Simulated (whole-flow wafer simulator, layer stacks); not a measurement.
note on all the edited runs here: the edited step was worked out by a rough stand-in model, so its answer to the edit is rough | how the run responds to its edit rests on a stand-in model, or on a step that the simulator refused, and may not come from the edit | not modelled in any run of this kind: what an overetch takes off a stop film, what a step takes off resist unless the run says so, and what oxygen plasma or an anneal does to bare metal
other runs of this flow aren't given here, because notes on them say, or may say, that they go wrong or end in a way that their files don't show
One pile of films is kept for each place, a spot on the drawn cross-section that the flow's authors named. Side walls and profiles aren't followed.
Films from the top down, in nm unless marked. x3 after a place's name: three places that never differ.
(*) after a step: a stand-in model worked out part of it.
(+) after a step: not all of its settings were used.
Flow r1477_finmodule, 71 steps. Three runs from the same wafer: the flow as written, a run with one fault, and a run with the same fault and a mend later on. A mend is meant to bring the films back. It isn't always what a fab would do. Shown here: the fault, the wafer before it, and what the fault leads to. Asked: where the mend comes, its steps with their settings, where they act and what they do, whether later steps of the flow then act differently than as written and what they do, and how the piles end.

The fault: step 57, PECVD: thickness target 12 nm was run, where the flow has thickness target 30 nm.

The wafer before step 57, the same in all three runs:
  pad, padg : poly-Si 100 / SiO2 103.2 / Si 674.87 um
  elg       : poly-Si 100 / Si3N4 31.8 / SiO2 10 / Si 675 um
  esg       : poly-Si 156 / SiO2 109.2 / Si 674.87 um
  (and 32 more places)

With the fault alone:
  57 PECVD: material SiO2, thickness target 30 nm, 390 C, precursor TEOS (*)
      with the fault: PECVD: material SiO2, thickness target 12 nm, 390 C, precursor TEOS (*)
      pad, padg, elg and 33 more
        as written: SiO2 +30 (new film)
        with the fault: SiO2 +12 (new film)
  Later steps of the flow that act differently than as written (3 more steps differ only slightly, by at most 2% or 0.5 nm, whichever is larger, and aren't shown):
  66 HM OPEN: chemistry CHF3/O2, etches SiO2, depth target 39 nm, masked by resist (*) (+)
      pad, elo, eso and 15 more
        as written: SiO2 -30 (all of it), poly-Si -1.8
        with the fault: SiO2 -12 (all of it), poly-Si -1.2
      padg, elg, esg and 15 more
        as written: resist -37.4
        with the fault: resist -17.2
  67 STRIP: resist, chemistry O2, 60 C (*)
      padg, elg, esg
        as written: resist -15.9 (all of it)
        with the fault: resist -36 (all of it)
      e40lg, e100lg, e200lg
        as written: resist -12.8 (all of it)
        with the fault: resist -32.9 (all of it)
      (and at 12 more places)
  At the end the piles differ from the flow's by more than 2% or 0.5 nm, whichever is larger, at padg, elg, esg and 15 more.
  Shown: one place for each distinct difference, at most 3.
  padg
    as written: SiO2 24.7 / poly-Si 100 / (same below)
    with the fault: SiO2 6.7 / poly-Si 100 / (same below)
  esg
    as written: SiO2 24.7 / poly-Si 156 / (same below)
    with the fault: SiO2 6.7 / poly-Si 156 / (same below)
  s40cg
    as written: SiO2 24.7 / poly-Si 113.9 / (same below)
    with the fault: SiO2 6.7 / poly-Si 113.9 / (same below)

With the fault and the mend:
  The mend comes after step 58.
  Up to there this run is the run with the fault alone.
  58a PECVD: material SiO2, thickness target 18 nm, 390 C, precursor TEOS (*) (the flow's step 57 once more, with other settings)
      pad, padg, elg and 33 more
        SiO2 +18
  No later step of the flow acts differently than as written at any place that is followed.
  At the end the piles are the same as the flow's at every place that both follow.
